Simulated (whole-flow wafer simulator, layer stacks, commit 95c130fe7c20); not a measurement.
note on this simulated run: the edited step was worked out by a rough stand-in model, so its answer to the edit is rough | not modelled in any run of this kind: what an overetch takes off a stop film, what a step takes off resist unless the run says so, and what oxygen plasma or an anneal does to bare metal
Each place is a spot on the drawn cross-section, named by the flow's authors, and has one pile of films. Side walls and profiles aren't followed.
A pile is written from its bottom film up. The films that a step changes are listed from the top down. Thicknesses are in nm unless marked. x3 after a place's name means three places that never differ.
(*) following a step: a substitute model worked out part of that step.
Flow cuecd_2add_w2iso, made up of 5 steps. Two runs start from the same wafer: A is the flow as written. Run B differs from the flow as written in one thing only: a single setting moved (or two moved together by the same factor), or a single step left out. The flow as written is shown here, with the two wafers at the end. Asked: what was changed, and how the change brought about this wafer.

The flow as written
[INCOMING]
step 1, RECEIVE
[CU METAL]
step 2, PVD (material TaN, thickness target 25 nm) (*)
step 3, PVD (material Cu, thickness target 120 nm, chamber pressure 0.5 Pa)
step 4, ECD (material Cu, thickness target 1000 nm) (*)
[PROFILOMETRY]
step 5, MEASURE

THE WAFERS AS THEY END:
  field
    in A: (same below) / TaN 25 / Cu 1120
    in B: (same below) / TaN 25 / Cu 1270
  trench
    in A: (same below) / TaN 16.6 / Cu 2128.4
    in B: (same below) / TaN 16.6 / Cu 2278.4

The reason: step 4, ECD: thickness target 1150 nm was run, though the flow has thickness target 1000 nm.

The path from the change to this, step by step:
  step 4, ECD (material Cu, thickness target 1000 nm) (*)
      field: A Cu gains 1000 | B Cu gains 1150
      trench: A Cu gains 2047.6 | B Cu gains 2197.6
